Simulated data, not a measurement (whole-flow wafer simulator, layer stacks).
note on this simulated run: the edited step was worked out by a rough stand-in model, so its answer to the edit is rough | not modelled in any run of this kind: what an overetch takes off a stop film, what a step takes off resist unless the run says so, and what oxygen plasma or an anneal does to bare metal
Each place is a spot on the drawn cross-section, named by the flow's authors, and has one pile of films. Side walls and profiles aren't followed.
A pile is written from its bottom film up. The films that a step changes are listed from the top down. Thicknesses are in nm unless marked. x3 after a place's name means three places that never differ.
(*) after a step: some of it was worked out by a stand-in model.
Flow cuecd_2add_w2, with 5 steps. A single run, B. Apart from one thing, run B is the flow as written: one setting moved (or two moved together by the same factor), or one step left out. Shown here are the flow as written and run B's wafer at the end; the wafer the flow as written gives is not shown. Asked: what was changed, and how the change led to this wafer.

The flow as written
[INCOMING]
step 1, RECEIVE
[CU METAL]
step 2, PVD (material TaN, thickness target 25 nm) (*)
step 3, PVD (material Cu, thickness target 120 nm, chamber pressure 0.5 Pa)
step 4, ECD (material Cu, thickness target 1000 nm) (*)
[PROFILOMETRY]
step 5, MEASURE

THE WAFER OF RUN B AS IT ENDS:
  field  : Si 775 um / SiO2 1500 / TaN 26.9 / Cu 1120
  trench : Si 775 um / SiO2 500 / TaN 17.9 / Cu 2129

Cause: step 2, PVD: thickness target 26.9 nm was run, while the flow as written has thickness target 25 nm.
One can read it off the wafer: field has TaN 26.9, and step 2 as written asks for 25 nm.

How this came from the change, step by step:
  step 2, PVD (material TaN, thickness target 25 nm) (*)
      field: +26.9 TaN (new film) (in the flow as written it would be: +25 TaN (new film))
      trench: +17.9 TaN (new film) (in the flow as written it would be: +16.6 TaN (new film))
